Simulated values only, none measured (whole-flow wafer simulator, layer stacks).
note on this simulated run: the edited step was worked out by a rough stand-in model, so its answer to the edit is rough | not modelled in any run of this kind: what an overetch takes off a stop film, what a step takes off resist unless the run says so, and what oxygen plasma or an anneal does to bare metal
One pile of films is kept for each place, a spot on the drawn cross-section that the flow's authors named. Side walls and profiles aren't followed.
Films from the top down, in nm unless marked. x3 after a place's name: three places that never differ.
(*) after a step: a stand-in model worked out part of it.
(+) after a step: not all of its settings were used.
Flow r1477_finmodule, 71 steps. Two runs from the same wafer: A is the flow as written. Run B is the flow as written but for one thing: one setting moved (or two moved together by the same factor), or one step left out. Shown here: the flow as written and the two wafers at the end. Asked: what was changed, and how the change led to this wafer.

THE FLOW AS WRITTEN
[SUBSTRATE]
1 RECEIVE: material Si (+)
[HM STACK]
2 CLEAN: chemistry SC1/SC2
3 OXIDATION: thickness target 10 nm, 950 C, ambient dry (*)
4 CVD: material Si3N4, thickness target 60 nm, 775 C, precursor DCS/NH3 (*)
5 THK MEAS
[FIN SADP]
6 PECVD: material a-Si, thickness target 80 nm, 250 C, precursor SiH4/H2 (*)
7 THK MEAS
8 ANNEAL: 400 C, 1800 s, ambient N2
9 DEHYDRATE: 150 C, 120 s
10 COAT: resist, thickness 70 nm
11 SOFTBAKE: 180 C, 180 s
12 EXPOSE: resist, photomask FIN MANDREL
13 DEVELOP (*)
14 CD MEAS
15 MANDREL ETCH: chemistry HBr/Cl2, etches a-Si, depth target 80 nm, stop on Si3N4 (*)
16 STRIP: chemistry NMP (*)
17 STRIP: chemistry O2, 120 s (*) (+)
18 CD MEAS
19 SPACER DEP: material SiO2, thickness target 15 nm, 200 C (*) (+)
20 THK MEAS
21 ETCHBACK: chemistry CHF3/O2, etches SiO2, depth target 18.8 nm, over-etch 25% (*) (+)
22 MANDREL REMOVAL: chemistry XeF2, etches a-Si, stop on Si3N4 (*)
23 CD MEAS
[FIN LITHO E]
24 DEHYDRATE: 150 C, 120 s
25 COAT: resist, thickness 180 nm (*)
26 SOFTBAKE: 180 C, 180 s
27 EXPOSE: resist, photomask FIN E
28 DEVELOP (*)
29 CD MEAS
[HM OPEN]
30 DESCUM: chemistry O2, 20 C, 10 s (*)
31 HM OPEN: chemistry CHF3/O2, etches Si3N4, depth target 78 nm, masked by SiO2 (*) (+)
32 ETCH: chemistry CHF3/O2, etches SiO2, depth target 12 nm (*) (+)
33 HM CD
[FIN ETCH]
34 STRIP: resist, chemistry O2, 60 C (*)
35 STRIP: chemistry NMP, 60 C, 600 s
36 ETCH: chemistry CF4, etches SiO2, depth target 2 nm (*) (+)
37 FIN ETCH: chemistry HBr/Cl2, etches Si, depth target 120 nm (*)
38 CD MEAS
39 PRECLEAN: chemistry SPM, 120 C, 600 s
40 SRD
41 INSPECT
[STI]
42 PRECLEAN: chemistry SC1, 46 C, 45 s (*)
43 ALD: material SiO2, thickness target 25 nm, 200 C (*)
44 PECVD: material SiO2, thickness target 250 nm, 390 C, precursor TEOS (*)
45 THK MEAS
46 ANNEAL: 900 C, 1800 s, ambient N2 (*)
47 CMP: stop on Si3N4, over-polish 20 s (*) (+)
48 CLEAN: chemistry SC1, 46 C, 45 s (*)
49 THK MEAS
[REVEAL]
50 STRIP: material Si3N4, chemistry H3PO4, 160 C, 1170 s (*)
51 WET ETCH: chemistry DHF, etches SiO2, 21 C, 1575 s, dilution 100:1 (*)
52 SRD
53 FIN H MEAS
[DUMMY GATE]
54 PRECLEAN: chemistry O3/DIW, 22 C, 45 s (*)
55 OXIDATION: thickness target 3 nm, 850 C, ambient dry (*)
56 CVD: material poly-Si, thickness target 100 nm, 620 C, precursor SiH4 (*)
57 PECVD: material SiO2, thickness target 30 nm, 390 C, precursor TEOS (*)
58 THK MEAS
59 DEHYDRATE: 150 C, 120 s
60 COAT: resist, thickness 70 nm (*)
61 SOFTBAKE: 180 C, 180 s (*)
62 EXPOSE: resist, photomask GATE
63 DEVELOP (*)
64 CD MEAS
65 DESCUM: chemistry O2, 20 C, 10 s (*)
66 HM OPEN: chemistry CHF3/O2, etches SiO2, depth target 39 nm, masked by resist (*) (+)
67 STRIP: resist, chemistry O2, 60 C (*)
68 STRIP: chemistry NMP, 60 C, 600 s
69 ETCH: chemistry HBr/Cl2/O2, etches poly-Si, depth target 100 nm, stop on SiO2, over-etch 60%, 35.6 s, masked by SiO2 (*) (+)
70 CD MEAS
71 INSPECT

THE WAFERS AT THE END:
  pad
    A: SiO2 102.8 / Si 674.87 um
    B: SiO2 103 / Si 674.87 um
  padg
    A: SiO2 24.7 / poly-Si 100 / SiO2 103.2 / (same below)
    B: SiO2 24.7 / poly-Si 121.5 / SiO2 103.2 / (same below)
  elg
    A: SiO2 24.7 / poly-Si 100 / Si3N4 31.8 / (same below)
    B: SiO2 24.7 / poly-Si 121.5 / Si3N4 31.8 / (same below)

The cause: step 56, CVD: thickness target 121.5 nm was run, where the flow has thickness target 100 nm.
It can be read off the wafer: padg has poly-Si 121.5, and step 56 as written asks for 100 nm.

How the change led to this, step by step:
  56 CVD: material poly-Si, thickness target 100 nm, 620 C, precursor SiH4 (*)
      pad, padg, elg and 26 more: A poly-Si +100 (new film) | B poly-Si +121.5 (new film)
      s40cg, s40co: A poly-Si +113.9 (new film) | B poly-Si +135.8 (new film)
      (and at 5 more places)
  69 ETCH: chemistry HBr/Cl2/O2, etches poly-Si, depth target 100 nm, stop on SiO2, over-etch 60%, 35.6 s, masked by SiO2 (*) (+)
      elo, e40lo, e100lo, e200lo: A chemical SiO2 -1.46 (all of it), poly-Si -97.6 (all of it), Si3N4 -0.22 | B chemical SiO2 -1.46 (all of it), poly-Si -119.1 (all of it)
      pad, eso, e40so and 8 more: A chemical SiO2 -1.46 (all of it), poly-Si -97.6 (all of it), SiO2 -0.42 | B chemical SiO2 -1.46 (all of it), poly-Si -119.1 (all of it), SiO2 -0.2
      (and at 3 more places)
